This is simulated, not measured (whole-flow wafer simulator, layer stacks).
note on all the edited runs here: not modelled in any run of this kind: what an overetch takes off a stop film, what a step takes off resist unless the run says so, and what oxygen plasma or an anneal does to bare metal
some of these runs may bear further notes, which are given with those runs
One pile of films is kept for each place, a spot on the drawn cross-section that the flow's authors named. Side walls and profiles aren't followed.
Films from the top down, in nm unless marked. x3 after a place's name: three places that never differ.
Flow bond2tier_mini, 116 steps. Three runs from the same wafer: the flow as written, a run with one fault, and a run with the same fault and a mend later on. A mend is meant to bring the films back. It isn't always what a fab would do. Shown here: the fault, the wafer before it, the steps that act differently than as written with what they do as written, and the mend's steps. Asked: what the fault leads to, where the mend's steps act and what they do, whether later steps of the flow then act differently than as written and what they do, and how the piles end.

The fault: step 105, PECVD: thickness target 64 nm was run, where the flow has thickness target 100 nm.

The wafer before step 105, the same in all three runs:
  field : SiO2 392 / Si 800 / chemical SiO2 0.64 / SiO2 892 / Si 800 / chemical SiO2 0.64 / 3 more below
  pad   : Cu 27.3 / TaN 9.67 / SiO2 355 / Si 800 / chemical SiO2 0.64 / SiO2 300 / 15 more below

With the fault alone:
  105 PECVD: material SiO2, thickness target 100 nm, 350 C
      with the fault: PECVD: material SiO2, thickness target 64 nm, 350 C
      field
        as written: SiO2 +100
        with the fault: SiO2 +64
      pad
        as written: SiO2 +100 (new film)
        with the fault: SiO2 +64 (new film)
  Later steps of the flow that act differently than as written (2 more steps differ only slightly, by at most 2% or 0.5 nm, whichever is larger, and aren't shown):
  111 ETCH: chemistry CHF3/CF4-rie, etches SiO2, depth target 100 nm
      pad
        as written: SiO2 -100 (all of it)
        with the fault: SiO2 -64 (all of it), Cu -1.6
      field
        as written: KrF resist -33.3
        with the fault: KrF resist -32
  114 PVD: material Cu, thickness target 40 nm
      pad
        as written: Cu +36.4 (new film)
        with the fault: Cu +37.6 (new film)
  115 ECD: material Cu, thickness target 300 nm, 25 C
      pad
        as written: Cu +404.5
        with the fault: Cu +368.5
  At the end the piles differ from the flow's by more than 2% or 0.5 nm, whichever is larger, at field, pad.
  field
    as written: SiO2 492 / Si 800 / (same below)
    with the fault: SiO2 456 / Si 800 / (same below)
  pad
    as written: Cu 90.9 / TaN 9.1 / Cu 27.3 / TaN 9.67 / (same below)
    with the fault: Cu 56.1 / TaN 9.45 / Cu 25.7 / TaN 9.67 / (same below)

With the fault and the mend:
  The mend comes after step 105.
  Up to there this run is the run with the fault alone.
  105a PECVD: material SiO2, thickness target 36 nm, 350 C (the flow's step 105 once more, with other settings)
      field, pad
        SiO2 +36
  No later step of the flow acts differently than as written at any place that is followed.
  At the end the piles are the same as the flow's at every place that both follow.
